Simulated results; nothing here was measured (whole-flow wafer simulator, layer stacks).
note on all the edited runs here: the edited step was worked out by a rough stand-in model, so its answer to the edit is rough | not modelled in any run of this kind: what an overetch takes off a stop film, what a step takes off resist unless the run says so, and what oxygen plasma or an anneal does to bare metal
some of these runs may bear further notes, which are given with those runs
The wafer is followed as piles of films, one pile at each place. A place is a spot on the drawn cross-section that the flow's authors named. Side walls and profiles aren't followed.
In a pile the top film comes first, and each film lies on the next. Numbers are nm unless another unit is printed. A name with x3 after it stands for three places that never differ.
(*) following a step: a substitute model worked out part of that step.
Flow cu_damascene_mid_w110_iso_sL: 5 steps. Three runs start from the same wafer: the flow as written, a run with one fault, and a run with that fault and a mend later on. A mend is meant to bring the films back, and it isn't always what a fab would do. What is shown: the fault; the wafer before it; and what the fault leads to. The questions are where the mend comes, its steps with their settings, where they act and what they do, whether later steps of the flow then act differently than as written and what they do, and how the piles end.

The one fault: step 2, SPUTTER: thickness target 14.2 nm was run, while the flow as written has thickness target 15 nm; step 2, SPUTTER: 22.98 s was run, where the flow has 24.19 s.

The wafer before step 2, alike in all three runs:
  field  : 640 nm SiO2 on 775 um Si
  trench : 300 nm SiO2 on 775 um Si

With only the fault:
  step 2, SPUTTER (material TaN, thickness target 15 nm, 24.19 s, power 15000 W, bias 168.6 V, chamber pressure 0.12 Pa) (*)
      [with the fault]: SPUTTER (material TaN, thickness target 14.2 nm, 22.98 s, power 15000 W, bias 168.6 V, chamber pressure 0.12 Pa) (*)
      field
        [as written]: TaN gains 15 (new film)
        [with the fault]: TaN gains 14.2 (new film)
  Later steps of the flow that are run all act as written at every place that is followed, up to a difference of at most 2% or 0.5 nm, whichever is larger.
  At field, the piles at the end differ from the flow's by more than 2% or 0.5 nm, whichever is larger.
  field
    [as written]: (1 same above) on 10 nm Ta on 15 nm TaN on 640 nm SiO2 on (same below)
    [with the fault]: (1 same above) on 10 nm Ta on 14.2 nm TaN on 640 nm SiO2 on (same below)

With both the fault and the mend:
  The mend stands after step 2.
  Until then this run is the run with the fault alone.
  step 2a, SPUTTER (material TaN, thickness target 0.8 nm, 1.29 s, power 15000 W, bias 168.6 V, chamber pressure 0.12 Pa) (*) (the flow's step 2, run once more with other settings)
      field
        TaN gains 0.8
      trench
        TaN gains 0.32
  Later steps of the flow that are run all act as written at every place that is followed.
  At the end the piles are close to the flow's at the places that both follow, differing by at most 2% or 0.5 nm, whichever is larger.
